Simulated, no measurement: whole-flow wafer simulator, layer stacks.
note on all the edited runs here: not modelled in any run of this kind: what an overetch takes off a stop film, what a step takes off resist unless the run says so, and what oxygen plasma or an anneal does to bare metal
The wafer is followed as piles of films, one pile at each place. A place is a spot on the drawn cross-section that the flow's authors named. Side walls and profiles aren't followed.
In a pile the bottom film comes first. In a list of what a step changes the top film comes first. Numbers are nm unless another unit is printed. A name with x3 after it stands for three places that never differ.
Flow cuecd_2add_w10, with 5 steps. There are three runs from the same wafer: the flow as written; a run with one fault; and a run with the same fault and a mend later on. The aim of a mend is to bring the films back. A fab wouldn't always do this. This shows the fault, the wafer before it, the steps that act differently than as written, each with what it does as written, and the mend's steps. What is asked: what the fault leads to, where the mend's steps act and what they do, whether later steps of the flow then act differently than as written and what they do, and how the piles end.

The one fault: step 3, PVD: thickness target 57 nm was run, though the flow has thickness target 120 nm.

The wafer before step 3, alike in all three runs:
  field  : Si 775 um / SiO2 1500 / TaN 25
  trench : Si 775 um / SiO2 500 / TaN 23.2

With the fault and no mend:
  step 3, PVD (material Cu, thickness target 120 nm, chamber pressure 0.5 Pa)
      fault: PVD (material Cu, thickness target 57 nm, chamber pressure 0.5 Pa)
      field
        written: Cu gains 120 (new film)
        fault: Cu gains 57 (new film)
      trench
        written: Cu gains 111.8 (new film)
        fault: Cu gains 53 (new film)
  None of the later steps of the flow acts differently than as written at any place that is followed.
  The piles end different from the flow's at field, trench by more than 2% or 0.5 nm, whichever is larger.
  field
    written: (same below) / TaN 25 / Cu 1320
    fault: (same below) / TaN 25 / Cu 1257
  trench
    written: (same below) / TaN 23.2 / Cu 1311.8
    fault: (same below) / TaN 23.2 / Cu 1253

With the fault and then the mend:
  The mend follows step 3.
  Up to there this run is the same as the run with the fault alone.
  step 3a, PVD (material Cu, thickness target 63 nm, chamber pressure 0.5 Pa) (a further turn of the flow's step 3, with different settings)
      field
        Cu gains 63
      trench
        Cu gains 58.6
  None of the later steps of the flow acts differently than as written at any place that is followed.
  At the end the piles are close to the flow's at the places that both follow, differing by at most 2% or 0.5 nm, whichever is larger.
